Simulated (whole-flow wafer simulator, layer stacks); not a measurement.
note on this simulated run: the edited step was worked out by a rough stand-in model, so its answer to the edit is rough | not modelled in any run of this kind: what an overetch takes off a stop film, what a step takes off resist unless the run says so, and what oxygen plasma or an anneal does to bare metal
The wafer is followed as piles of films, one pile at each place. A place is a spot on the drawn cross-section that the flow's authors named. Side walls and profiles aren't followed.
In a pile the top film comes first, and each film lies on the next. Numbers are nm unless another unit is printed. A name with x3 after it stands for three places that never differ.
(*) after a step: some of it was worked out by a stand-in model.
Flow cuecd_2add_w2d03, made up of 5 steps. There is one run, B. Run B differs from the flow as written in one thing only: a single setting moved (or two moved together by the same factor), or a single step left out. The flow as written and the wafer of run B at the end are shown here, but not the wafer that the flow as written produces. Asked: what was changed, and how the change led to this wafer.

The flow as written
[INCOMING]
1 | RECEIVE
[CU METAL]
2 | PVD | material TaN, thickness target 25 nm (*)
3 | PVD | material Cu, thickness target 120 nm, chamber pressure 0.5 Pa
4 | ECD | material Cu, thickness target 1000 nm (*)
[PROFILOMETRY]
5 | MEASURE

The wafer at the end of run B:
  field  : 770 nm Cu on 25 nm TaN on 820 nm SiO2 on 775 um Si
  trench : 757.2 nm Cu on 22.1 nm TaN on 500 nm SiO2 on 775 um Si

Cause: step 4, ECD: thickness target 650 nm was run, though the flow has thickness target 1000 nm.

The path from the change to this, step by step:
  4 | ECD | material Cu, thickness target 1000 nm (*)
      field, trench: Cu gains 650 (in the flow as written it would be: Cu gains 1000)
